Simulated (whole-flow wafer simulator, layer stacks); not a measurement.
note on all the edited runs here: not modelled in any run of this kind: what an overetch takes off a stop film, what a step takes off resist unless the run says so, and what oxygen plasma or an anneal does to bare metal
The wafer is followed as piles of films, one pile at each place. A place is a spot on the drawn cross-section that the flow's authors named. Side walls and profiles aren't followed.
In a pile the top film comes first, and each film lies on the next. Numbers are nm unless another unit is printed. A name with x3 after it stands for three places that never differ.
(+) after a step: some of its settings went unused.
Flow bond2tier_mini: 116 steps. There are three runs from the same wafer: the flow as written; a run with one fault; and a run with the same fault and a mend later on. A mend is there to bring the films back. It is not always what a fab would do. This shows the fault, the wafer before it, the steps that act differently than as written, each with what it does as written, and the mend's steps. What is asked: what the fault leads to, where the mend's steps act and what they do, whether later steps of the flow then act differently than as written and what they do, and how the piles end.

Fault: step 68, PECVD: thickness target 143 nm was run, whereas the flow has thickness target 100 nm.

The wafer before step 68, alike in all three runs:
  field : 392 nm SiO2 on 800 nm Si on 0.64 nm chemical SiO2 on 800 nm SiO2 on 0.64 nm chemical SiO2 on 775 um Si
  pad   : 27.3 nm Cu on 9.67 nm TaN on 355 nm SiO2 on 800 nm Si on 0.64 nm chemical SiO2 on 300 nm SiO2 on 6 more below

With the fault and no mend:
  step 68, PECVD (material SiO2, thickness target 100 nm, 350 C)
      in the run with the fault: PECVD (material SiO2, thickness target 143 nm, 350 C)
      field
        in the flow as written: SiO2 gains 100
        in the run with the fault: SiO2 gains 143
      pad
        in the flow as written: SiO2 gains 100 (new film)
        in the run with the fault: SiO2 gains 143 (new film)
  Later steps of the flow acting differently than as written:
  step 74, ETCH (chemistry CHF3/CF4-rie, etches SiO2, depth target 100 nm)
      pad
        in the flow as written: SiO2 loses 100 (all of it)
        in the run with the fault: SiO2 loses 100
  By the end, the piles at field, pad depart from the flow's by more than 2% or 0.5 nm, whichever is larger.
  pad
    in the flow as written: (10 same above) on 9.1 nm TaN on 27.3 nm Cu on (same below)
    in the run with the fault: (10 same above) on 9.1 nm TaN on 43 nm SiO2 on 27.3 nm Cu on (same below)
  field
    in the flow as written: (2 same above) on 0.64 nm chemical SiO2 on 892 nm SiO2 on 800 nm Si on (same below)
    in the run with the fault: (2 same above) on 0.64 nm chemical SiO2 on 935 nm SiO2 on 800 nm Si on (same below)

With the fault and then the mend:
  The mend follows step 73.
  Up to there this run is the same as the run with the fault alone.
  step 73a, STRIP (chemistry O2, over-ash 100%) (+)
      field
        KrF resist loses 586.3 (all of it)
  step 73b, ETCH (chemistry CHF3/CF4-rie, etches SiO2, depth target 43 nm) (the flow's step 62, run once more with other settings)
      field, pad
        SiO2 loses 43
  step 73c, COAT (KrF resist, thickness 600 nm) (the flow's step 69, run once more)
      field, pad
        KrF resist gains 600 (new film)
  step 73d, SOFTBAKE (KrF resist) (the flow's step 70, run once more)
      alters no film at any place that is followed
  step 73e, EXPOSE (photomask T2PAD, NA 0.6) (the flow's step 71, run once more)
      alters no film at any place that is followed
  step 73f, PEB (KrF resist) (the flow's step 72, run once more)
      alters no film at any place that is followed
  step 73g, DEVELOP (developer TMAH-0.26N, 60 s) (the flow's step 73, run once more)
      field
        KrF resist loses 13.7
      pad
        KrF resist loses 600 (all of it)
  Every later step of the flow that is run acts as written at every place that is followed.
  By the end, the piles equal the flow's at every place that both follow.
